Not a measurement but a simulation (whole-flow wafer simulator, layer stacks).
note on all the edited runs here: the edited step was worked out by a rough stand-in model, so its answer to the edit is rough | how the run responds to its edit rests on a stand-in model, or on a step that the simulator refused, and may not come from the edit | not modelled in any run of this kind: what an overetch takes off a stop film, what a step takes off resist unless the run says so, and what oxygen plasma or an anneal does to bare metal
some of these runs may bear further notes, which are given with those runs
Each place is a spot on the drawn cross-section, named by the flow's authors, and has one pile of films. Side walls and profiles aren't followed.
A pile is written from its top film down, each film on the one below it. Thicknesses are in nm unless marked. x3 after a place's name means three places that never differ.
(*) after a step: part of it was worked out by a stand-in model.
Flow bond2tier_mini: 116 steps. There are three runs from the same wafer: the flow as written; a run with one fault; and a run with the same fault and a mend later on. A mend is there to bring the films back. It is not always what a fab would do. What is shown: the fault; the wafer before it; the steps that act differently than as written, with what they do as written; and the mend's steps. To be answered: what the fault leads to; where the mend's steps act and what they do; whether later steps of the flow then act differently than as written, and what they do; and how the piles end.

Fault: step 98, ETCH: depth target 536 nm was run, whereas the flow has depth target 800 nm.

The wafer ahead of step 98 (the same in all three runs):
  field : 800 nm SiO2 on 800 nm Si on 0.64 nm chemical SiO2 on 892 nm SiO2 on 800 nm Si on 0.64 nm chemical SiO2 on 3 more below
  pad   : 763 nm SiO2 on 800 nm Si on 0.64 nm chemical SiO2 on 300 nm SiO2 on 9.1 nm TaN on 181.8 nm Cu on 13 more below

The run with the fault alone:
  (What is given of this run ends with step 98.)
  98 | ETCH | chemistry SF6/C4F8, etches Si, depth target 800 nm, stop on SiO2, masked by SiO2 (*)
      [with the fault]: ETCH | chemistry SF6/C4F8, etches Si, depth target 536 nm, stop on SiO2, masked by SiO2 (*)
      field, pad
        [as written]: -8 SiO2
        [with the fault]: -5.36 SiO2
  Once step 98 is done, the piles differ only a little from the flow's at the places that both follow, at most by 2% or 0.5 nm, whichever is larger.

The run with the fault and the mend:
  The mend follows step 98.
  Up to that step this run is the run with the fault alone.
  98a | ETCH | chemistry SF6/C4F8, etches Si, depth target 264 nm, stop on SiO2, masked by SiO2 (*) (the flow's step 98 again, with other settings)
      field, pad
        -2.64 SiO2
  Every later step of the flow that is run acts as written at every place that is followed.
  The piles end the same as the flow's at every place that both follow.
